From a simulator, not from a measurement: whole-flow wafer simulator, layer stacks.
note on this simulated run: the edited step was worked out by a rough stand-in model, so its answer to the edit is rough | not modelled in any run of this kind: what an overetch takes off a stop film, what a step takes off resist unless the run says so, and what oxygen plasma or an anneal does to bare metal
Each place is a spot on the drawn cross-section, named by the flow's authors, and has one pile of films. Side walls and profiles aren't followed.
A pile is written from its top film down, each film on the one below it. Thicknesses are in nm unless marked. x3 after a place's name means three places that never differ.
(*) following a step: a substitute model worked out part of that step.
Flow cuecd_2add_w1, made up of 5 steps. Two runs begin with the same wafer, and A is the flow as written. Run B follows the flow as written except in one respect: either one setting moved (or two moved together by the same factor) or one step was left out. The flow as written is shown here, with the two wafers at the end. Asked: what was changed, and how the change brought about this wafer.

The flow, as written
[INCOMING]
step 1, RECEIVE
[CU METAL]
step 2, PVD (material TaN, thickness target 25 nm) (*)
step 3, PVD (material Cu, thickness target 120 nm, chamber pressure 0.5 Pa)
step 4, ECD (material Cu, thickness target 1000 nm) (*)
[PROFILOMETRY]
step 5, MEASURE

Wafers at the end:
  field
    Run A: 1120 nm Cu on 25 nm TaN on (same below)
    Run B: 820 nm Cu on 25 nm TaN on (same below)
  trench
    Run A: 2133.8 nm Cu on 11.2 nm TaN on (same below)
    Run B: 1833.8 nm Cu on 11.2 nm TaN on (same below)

The reason: step 4, ECD: thickness target 700 nm was run, whereas the flow has thickness target 1000 nm.

The path from the change to this, step by step:
  step 4, ECD (material Cu, thickness target 1000 nm) (*)
      field: A Cu gains 1000 | B Cu gains 700
      trench: A Cu gains 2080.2 | B Cu gains 1780.2
